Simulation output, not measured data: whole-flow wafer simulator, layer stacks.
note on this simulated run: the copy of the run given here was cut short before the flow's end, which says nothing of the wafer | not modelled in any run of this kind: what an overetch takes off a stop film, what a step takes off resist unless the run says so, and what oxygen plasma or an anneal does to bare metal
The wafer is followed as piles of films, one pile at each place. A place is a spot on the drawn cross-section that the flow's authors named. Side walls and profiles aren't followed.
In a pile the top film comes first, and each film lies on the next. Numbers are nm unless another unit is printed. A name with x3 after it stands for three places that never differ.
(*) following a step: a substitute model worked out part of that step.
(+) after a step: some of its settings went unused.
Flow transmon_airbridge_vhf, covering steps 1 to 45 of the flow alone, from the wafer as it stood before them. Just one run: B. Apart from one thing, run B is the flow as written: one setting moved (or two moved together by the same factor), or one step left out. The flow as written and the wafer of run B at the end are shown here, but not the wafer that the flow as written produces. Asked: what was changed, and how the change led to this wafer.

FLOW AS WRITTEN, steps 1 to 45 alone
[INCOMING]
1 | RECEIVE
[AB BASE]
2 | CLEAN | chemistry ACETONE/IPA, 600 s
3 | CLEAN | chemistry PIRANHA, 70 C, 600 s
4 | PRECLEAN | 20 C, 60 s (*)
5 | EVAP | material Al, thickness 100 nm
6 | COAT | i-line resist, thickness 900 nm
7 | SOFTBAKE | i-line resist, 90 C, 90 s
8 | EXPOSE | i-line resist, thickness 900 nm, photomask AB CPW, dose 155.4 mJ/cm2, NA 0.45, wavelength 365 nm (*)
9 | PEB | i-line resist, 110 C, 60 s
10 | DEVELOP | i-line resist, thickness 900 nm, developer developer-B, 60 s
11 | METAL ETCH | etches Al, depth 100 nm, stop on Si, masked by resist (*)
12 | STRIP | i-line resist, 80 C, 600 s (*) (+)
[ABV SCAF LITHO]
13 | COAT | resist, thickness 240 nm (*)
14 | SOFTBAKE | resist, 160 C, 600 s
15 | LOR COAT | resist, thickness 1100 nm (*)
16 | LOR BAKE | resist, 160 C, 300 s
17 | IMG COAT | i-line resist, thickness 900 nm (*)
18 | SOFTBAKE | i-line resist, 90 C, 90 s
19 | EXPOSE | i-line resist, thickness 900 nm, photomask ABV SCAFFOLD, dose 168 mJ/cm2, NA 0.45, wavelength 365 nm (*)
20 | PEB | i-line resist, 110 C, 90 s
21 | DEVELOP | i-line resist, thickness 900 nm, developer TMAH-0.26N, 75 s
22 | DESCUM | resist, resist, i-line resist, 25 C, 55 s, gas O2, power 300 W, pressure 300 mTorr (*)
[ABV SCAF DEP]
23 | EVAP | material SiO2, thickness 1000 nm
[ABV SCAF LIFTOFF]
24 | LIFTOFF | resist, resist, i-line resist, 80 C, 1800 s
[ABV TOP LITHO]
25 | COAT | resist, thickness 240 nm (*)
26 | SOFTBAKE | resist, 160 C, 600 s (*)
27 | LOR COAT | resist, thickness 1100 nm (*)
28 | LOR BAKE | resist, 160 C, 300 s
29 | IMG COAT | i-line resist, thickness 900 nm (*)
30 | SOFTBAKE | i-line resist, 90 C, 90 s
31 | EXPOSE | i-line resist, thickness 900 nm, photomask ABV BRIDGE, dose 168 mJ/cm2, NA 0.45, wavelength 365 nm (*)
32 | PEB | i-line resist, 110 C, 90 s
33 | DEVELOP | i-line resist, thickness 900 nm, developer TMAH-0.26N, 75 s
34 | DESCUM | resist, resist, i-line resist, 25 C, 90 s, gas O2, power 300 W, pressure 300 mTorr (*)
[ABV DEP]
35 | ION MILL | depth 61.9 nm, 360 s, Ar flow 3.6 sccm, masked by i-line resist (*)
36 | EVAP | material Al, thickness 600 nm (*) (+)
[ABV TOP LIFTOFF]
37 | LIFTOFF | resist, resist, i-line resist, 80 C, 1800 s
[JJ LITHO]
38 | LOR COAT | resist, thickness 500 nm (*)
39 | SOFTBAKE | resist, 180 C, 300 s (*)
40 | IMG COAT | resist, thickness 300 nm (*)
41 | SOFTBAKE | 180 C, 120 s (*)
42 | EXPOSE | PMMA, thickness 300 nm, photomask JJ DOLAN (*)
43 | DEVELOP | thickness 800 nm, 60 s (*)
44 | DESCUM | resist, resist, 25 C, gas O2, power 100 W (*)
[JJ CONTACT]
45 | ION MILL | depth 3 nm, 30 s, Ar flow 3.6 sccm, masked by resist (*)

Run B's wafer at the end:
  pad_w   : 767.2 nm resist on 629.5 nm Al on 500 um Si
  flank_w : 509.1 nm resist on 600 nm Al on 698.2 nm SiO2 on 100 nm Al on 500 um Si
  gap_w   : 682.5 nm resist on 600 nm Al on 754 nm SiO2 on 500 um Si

Cause: step 23, EVAP: thickness 790 nm was run, though the flow has thickness 1000 nm.

Step by step, how the change led to this:
  23 | EVAP | material SiO2, thickness 1000 nm
      field x3, jj_line, ground_far and 10 more: +790 SiO2 (new film) (in the flow as written it would be: +1000 SiO2 (new film))
      flank_w, flank_e: +734.2 SiO2 (new film) (in the flow as written it would be: +929.3 SiO2 (new film))
  24 | LIFTOFF | resist, resist, i-line resist, 80 C, 1800 s
      field x3, jj_line, trace_open_s x2: -790 SiO2 (all of it), -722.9 i-line resist (all of it), -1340 resist (all of it) (in the flow as written it would be: -1000 SiO2 (all of it), -722.9 i-line resist (all of it), -1340 resist (all of it))
      pad_w, pad_e: -790 SiO2 (all of it), -718 i-line resist (all of it), -1330.2 resist (all of it) (in the flow as written it would be: -1000 SiO2 (all of it), -718 i-line resist (all of it), -1330.2 resist (all of it))
      (as well as at 1 more place)
  25 | COAT | resist, thickness 240 nm (*)
      flank_w, flank_e: +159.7 resist (new film) (in the flow as written it would be: +152.6 resist (new film))
      gap_w, gap_e: +219.8 resist (new film) (in the flow as written it would be: +210.7 resist (new film))
      (as well as at 6 more places)
  27 | LOR COAT | resist, thickness 1100 nm (*)
      gap_w, gap_e: +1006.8 resist (in the flow as written it would be: +977.8 resist)
      margin_s, margin_n: +874.1 resist (in the flow as written it would be: +823.4 resist)
      (as well as at 6 more places)
  29 | IMG COAT | i-line resist, thickness 900 nm (*)
      gap_w, gap_e: +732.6 i-line resist (new film) (in the flow as written it would be: +681.7 i-line resist (new film))
      margin_s, margin_n: +669.7 i-line resist (new film) (in the flow as written it would be: +603.2 i-line resist (new film))
      (as well as at 5 more places)
  32 | PEB | i-line resist, 110 C, 90 s
      flank_w, flank_e: -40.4 i-line resist (in the flow as written it would be: -38.3 i-line resist)
      gap_w, gap_e: -37.4 i-line resist (in the flow as written it would be: -34.7 i-line resist)
      (as well as at 5 more places)
  33 | DEVELOP | i-line resist, thickness 900 nm, developer TMAH-0.26N, 75 s
      gap_w, gap_e: -695.2 i-line resist (all of it), -1006.8 resist (in the flow as written it would be: -646.9 i-line resist (all of it), -977.8 resist)
      pad_w: -919.5 i-line resist (all of it), -1215 resist (in the flow as written it would be: -937.2 i-line resist (all of it), -1247.8 resist)
      (as well as at 5 more places)
  34 | DESCUM | resist, resist, i-line resist, 25 C, 90 s, gas O2, power 300 W, pressure 300 mTorr (*)
      flank_w, flank_e: -159.7 resist (all of it) (in the flow as written it would be: -152.6 resist (all of it))
      gap_w, gap_e: -219.8 resist (all of it) (in the flow as written it would be: -210.7 resist (all of it))
      (as well as at 4 more places)
  37 | LIFTOFF | resist, resist, i-line resist, 80 C, 1800 s
      margin_s, margin_n: -600 Al (all of it), -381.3 i-line resist (all of it), -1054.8 resist (all of it) (in the flow as written it would be: -600 Al (all of it), -318.3 i-line resist (all of it), -992 resist (all of it))
      ground_far: -600 Al (all of it), -691.7 i-line resist (all of it), -1377.8 resist (all of it) (in the flow as written it would be: -600 Al (all of it), -717.9 i-line resist (all of it), -1384.9 resist (all of it))
  38 | LOR COAT | resist, thickness 500 nm (*)
      pad_w, pad_e: +504.7 resist (new film) (in the flow as written it would be: +517 resist (new film))
      flank_w, flank_e: +322.2 resist (new film) (in the flow as written it would be: +306.5 resist (new film))
      (as well as at 3 more places)
  40 | IMG COAT | resist, thickness 300 nm (*)
      flank_w, flank_e: +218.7 resist (in the flow as written it would be: +212.1 resist)
      gap_w, gap_e: +254.6 resist (in the flow as written it would be: +245.7 resist)
      (as well as at 4 more places)
